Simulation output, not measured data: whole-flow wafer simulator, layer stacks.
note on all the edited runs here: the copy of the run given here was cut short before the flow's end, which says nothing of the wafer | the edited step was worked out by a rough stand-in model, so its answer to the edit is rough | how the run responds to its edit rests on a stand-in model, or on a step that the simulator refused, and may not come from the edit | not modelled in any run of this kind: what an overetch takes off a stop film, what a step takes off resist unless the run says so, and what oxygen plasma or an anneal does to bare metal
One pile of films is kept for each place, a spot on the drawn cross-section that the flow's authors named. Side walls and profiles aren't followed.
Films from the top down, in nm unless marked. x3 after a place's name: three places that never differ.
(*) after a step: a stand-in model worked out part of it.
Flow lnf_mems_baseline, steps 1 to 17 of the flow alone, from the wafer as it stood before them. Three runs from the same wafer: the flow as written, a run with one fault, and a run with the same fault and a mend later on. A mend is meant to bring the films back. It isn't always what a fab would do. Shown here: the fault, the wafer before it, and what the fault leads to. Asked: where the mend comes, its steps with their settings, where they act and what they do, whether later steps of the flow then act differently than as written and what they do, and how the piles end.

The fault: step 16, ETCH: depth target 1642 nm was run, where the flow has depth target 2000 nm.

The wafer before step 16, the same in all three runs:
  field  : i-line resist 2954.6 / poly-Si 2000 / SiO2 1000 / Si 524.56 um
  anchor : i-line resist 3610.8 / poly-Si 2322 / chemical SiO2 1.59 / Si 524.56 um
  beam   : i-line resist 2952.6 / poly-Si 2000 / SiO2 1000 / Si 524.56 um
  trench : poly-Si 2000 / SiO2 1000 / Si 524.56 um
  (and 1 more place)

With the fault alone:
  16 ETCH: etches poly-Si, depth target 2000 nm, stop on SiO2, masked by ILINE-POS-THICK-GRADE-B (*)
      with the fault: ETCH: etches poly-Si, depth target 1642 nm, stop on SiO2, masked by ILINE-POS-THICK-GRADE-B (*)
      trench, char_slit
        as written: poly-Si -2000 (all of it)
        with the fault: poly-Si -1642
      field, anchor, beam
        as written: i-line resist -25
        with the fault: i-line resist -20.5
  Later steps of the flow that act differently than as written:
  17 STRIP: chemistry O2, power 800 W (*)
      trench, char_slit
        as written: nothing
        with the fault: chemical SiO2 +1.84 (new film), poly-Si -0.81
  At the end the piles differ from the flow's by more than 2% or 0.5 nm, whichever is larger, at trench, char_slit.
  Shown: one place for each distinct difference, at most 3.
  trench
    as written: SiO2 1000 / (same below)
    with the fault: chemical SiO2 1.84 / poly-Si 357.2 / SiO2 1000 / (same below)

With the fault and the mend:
  The mend comes after step 16.
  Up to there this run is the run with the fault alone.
  16a ETCH: etches poly-Si, depth target 358 nm, stop on SiO2, masked by ILINE-POS-THICK-GRADE-B (*) (the flow's step 16 once more, with other settings)
      field, anchor, beam
        i-line resist -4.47
      trench, char_slit
        poly-Si -358 (all of it)
  No later step of the flow acts differently than as written at any place that is followed.
  At the end the piles are the same as the flow's at every place that both follow.
